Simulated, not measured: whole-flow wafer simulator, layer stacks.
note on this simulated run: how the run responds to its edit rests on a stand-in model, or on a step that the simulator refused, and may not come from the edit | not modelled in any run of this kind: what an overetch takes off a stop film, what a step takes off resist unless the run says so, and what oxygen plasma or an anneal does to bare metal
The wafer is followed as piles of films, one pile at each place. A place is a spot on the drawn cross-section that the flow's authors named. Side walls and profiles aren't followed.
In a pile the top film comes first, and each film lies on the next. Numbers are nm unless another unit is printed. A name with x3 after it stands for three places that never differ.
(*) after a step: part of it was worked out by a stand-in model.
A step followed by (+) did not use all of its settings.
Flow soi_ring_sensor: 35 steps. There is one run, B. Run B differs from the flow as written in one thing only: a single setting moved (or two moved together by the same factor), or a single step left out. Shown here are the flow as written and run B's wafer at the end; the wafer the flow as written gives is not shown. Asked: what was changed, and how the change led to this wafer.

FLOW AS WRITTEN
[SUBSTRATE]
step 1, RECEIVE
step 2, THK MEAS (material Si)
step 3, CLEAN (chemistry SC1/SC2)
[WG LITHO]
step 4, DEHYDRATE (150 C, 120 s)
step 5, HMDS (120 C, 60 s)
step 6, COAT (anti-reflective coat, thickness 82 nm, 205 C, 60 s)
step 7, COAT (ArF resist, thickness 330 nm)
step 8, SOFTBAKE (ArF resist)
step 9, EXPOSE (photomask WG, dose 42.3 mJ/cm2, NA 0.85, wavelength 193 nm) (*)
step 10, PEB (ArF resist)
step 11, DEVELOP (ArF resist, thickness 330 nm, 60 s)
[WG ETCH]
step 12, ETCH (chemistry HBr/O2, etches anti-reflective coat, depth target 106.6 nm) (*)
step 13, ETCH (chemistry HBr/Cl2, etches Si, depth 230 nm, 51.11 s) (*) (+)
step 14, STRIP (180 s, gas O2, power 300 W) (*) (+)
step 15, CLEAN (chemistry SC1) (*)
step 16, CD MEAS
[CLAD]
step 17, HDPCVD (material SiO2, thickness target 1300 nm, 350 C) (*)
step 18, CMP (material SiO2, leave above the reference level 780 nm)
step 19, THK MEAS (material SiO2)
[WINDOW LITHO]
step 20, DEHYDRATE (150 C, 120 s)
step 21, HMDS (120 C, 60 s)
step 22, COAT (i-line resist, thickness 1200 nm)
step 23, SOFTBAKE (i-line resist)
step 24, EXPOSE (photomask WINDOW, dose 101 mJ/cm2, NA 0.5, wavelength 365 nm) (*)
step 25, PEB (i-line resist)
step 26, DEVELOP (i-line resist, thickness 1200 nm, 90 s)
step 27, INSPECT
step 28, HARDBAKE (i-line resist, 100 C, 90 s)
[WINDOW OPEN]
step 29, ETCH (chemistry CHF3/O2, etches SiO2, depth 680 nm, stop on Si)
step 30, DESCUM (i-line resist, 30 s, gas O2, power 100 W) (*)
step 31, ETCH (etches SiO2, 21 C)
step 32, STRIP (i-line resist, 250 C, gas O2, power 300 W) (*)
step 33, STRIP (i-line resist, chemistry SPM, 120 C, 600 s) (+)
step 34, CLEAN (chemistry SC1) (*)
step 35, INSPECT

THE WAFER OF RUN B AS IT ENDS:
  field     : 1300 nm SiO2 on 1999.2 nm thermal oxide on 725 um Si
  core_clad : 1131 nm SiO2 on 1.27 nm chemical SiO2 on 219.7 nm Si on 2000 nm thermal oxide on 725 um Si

The reason: step 18, CMP: leave above the reference level 1131 nm was run, while the flow as written has leave above the reference level 780 nm.
The wafer itself shows it: core_clad has SiO2 1131, and step 18 as written asks for 780 nm.

How this came from the change, step by step:
  step 18, CMP (material SiO2, leave above the reference level 780 nm)
      gap, window, field, gap_clad: nothing (it would be, as written: SiO2 loses 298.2)
      core, core_clad: SiO2 loses 169 (it would be, as written: SiO2 loses 520)
  step 22, COAT (i-line resist, thickness 1200 nm)
      core, core_clad: i-line resist gains 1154 (new film) (it would be, as written: i-line resist gains 1200 (new film))
  step 23, SOFTBAKE (i-line resist)
      core, core_clad: i-line resist loses 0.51 (it would be, as written: nothing)
      gap, gap_clad: i-line resist loses 0.65 (it would be, as written: nothing)
  step 25, PEB (i-line resist)
      core, core_clad: i-line resist loses 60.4 (it would be, as written: i-line resist loses 62.8)
  step 26, DEVELOP (i-line resist, thickness 1200 nm, 90 s)
      core: i-line resist loses 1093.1 (all of it) (it would be, as written: i-line resist loses 1137.2 (all of it))
  step 31, ETCH (etches SiO2, 21 C)
      core: SiO2 loses 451 (all of it), chemical SiO2 loses 1.27 (all of it) (it would be, as written: SiO2 loses 100 (all of it), chemical SiO2 loses 1.27 (all of it))
  step 32, STRIP (i-line resist, 250 C, gas O2, power 300 W) (*)
      core_clad: i-line resist loses 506 (all of it) (it would be, as written: i-line resist loses 550.1 (all of it))
